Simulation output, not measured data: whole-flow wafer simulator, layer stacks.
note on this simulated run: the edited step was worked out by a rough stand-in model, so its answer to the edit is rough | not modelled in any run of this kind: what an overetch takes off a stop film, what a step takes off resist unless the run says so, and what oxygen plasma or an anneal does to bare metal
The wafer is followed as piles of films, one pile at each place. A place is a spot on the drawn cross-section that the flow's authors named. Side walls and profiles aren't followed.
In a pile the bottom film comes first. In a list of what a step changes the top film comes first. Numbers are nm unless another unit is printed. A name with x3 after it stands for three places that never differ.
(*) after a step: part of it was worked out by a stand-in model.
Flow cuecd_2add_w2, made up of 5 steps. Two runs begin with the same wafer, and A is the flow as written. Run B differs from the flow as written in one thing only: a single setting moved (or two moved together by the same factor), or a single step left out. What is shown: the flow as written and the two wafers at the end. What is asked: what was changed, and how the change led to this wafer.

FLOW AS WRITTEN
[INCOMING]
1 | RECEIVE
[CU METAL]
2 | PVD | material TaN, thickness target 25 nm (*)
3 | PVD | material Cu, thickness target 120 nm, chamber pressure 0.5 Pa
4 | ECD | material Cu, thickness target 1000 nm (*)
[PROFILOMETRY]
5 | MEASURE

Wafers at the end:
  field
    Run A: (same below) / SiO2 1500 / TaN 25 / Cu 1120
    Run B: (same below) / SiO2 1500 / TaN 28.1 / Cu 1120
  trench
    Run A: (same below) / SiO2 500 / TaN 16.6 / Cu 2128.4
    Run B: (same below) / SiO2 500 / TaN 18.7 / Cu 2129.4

What caused this: step 2, PVD: thickness target 28.1 nm was run, though the flow has thickness target 25 nm.
The wafer lets one read it off: field has TaN 28.1, and step 2 as written asks for 25 nm.

The path from the change to this, step by step:
  2 | PVD | material TaN, thickness target 25 nm (*)
      field: A TaN gains 25 (new film) | B TaN gains 28.1 (new film)
      trench: A TaN gains 16.6 (new film) | B TaN gains 18.7 (new film)
